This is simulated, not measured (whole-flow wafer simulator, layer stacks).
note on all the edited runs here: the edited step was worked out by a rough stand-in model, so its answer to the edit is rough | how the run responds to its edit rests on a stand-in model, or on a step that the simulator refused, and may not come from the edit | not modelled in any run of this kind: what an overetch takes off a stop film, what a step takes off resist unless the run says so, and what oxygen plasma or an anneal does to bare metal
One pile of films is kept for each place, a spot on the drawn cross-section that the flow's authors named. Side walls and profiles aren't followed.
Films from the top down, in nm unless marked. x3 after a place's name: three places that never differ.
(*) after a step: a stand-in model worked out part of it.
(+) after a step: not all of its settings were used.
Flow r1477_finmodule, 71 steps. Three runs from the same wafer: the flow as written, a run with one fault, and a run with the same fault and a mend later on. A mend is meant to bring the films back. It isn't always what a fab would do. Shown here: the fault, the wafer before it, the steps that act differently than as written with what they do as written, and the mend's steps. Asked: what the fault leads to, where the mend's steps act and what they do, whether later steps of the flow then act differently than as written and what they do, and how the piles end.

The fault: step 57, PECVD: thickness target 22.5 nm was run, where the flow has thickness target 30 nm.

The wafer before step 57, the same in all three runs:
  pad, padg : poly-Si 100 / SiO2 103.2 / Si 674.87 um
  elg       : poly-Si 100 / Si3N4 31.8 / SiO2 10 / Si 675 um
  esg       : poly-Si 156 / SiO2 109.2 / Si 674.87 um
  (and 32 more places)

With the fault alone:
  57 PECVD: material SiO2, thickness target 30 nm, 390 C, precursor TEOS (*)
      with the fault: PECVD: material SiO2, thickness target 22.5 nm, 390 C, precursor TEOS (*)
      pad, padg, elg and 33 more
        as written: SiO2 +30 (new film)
        with the fault: SiO2 +22.5 (new film)
  Later steps of the flow that act differently than as written (3 more steps differ only slightly, by at most 2% or 0.5 nm, whichever is larger, and aren't shown):
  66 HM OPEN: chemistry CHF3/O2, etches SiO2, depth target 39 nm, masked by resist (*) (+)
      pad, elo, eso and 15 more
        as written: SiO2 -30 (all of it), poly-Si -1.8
        with the fault: SiO2 -22.5 (all of it), poly-Si -2.25
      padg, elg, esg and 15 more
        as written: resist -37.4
        with the fault: resist -32.3
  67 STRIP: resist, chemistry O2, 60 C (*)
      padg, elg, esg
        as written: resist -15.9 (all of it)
        with the fault: resist -20.9 (all of it)
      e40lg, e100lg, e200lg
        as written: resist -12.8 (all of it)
        with the fault: resist -17.8 (all of it)
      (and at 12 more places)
  At the end the piles differ from the flow's by more than 2% or 0.5 nm, whichever is larger, at padg, elg, esg and 15 more.
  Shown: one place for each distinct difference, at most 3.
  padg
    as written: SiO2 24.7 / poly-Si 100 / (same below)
    with the fault: SiO2 17.2 / poly-Si 100 / (same below)
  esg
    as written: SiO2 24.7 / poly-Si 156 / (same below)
    with the fault: SiO2 17.2 / poly-Si 156 / (same below)
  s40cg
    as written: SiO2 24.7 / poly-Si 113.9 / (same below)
    with the fault: SiO2 17.2 / poly-Si 113.9 / (same below)

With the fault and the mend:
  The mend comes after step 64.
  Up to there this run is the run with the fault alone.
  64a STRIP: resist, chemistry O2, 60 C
      padg, elg, esg
        resist -70 (all of it)
      e40lg, e100lg, e200lg
        resist -66.9 (all of it)
      s40sg, s45sg
        resist -91 (all of it)
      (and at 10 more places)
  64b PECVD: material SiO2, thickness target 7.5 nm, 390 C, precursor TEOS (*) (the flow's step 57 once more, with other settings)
      pad, padg, elg and 33 more
        SiO2 +7.5
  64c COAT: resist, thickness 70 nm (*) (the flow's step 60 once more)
      e40lg, e100lg, e200lg, elo, e40lo, e100lo, e200lo
        resist +66.9 (new film)
      pad, padg, elg, esg
        resist +70 (new film)
      s40sg, s45sg, s40so, s45so
        resist +91 (new film)
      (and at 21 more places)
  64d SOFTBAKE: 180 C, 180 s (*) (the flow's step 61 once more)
      changes no film at any place that is followed
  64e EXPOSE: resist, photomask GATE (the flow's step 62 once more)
      changes no film at any place that is followed
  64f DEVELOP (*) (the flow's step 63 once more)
      elo, e40lo, e100lo, e200lo
        resist -66.9 (all of it)
      eso, e40so
        resist -129.5 (all of it)
      s40so, s45so
        resist -91 (all of it)
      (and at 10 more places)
  No later step of the flow acts differently than as written at any place that is followed.
  At the end the piles are the same as the flow's at every place that both follow.
